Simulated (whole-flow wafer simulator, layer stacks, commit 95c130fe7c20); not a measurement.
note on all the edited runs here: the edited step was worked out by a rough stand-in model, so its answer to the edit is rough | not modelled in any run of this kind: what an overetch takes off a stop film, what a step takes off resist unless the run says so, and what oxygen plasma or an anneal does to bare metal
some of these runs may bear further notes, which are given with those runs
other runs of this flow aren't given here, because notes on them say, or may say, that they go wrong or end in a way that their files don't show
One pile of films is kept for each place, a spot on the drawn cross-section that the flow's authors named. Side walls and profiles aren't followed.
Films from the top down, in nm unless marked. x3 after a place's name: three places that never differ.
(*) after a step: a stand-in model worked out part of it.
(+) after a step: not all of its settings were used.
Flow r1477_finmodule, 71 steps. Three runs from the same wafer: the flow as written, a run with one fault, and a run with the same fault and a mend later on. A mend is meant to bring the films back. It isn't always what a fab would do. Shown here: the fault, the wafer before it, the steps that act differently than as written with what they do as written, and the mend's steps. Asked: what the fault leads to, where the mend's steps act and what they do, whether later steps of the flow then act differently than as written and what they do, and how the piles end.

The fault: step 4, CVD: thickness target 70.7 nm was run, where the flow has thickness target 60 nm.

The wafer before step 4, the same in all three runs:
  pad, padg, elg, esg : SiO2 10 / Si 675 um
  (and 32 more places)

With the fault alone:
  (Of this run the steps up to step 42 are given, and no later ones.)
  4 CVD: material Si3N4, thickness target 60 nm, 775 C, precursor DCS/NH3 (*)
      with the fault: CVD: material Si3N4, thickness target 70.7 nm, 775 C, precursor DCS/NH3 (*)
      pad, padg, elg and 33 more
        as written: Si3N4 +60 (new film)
        with the fault: Si3N4 +70.7 (new film)
  Later steps of the flow that act differently than as written:
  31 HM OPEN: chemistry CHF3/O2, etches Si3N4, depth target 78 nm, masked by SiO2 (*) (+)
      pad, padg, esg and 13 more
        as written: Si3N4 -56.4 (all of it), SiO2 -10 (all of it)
        with the fault: Si3N4 -67.1 (all of it), SiO2 -5.46
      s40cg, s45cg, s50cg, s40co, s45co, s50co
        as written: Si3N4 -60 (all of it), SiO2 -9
        with the fault: Si3N4 -70.7 (all of it), SiO2 -3.65
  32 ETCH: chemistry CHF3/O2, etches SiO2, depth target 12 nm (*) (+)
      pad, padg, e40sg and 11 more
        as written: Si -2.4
        with the fault: SiO2 -4.54 (all of it), Si -1.49
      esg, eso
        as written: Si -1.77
        with the fault: SiO2 -4.54 (all of it), Si -1.49
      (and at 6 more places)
  After step 42 the piles differ from the flow's by more than 2% or 0.5 nm, whichever is larger, at elg, e40lg, e100lg and 11 more.
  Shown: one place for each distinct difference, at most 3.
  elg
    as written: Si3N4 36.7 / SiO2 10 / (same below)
    with the fault: Si3N4 47.4 / SiO2 10 / (same below)
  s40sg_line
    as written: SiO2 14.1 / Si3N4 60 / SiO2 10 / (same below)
    with the fault: SiO2 14.1 / Si3N4 70.7 / SiO2 10 / (same below)

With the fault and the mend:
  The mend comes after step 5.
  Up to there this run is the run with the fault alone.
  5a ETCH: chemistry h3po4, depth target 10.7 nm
      pad, padg, elg and 33 more
        Si3N4 -10.7
  No later step of the flow acts differently than as written at any place that is followed.
  At the end the piles are the same as the flow's at every place that both follow.
